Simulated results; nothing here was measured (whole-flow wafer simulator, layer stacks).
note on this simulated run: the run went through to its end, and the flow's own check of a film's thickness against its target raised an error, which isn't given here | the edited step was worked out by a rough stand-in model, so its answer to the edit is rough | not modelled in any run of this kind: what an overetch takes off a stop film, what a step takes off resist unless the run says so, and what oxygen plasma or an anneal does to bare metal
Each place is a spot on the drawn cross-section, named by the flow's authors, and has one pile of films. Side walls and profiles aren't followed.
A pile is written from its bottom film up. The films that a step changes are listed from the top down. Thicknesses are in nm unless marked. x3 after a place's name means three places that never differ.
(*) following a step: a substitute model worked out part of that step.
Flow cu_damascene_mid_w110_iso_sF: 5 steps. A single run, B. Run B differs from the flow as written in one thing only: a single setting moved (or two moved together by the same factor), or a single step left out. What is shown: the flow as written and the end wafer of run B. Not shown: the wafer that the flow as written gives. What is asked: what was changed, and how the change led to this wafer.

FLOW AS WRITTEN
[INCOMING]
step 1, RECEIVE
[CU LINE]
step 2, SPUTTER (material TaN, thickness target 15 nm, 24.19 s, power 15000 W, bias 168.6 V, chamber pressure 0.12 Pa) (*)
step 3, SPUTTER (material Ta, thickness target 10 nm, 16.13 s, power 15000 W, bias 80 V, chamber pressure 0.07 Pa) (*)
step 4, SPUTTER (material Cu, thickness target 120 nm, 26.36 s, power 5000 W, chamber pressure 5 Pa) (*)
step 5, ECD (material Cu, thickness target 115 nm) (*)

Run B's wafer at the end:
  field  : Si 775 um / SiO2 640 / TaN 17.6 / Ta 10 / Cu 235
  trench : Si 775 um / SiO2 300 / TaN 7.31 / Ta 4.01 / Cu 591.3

The reason: step 2, SPUTTER: thickness target 17.6 nm was run, while the flow as written has thickness target 15 nm; step 2, SPUTTER: 28.42 s was run, where the flow has 24.19 s.
The wafer lets one read it off: field has TaN 17.6, and step 2 as written asks for 15 nm.

The path from the change to this, step by step:
  step 2, SPUTTER (material TaN, thickness target 15 nm, 24.19 s, power 15000 W, bias 168.6 V, chamber pressure 0.12 Pa) (*)
      field: +17.6 TaN (new film) (as written it would have been: +15 TaN (new film))
      trench: +7.31 TaN (new film) (as written it would have been: +6.23 TaN (new film))
